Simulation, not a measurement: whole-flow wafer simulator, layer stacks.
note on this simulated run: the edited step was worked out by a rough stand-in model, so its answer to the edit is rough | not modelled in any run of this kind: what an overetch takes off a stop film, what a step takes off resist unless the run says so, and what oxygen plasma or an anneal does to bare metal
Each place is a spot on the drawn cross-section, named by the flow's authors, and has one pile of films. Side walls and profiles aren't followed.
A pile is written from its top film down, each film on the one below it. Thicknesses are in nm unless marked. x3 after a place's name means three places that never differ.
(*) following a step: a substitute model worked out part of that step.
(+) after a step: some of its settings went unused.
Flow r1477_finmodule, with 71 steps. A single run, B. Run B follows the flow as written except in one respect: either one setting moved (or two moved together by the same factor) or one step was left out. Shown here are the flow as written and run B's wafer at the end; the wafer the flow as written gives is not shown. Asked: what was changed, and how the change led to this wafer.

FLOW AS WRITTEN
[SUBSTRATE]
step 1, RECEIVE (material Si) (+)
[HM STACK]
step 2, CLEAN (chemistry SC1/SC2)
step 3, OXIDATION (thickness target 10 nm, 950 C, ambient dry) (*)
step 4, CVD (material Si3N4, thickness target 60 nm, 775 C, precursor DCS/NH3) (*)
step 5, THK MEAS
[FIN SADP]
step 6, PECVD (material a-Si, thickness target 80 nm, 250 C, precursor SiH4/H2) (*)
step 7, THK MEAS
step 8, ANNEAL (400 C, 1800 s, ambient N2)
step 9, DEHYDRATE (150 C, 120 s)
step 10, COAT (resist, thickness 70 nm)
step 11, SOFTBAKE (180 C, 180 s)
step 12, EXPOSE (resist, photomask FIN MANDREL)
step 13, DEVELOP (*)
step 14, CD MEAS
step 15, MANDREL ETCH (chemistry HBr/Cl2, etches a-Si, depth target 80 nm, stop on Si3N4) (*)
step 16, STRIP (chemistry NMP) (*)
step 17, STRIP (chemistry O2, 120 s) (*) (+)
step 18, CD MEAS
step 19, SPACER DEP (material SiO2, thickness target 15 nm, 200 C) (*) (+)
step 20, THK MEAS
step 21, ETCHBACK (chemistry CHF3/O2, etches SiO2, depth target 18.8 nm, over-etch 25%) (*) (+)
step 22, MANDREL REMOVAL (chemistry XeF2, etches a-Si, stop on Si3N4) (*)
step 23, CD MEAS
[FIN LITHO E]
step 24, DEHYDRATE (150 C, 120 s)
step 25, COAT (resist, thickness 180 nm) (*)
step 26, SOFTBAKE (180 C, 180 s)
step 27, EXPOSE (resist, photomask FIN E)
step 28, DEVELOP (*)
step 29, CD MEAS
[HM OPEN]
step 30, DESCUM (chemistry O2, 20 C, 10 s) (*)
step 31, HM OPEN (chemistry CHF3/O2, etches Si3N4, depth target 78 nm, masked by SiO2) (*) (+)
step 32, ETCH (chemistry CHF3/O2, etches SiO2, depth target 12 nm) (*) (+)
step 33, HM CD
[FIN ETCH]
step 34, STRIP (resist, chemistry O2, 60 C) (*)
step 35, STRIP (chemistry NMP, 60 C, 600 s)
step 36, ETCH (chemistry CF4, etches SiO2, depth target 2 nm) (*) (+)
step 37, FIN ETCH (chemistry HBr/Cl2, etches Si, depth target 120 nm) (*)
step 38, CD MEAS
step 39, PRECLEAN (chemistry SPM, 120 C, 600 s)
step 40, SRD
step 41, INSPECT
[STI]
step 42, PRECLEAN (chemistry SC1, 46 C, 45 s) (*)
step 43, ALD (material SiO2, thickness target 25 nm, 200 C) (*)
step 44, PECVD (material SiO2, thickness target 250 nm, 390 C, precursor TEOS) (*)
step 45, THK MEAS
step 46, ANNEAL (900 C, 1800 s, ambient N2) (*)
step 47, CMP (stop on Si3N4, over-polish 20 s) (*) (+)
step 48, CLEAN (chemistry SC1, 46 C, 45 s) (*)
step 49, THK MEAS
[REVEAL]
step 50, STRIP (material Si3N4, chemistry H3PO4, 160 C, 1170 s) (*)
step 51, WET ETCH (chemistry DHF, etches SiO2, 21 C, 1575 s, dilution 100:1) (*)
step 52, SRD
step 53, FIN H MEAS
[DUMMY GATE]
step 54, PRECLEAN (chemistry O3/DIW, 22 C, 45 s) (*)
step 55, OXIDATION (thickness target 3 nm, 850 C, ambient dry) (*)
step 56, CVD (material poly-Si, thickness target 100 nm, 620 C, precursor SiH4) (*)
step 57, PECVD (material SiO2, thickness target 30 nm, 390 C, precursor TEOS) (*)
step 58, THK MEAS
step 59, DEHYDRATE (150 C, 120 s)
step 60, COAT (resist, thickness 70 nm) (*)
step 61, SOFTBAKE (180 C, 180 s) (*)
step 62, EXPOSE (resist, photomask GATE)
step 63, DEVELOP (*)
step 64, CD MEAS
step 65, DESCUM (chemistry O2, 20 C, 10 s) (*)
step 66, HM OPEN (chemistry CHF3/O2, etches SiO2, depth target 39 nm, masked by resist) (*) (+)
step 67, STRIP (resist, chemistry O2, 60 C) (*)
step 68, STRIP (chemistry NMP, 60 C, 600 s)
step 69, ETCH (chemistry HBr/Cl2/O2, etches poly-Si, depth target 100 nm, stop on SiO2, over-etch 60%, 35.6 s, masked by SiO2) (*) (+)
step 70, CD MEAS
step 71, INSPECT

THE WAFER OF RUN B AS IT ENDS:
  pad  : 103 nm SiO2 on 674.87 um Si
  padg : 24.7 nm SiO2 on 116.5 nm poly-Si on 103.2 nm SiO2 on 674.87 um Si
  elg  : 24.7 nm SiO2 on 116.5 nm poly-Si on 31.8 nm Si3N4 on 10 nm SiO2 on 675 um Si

Cause: step 56, CVD: thickness target 116.5 nm was run, while the flow as written has thickness target 100 nm.
One can read it off the wafer: padg has poly-Si 116.5, and step 56 as written asks for 100 nm.

Step by step, how the change led to this:
  step 56, CVD (material poly-Si, thickness target 100 nm, 620 C, precursor SiH4) (*)
      pad, padg, elg and 26 more: +116.5 poly-Si (new film) (in the flow as written it would be: +100 poly-Si (new film))
      s40cg, s40co: +130.7 poly-Si (new film) (in the flow as written it would be: +113.9 poly-Si (new film))
      (also at 5 further places)
  step 69, ETCH (chemistry HBr/Cl2/O2, etches poly-Si, depth target 100 nm, stop on SiO2, over-etch 60%, 35.6 s, masked by SiO2) (*) (+)
      elo, e40lo, e100lo, e200lo: -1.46 chemical SiO2 (all of it), -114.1 poly-Si (all of it) (in the flow as written it would be: -1.46 chemical SiO2 (all of it), -97.6 poly-Si (all of it), -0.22 Si3N4)
      pad, eso, e40so and 8 more: -1.46 chemical SiO2 (all of it), -114.1 poly-Si (all of it), -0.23 SiO2 (in the flow as written it would be: -1.46 chemical SiO2 (all of it), -97.6 poly-Si (all of it), -0.42 SiO2)
      (also at 3 further places)
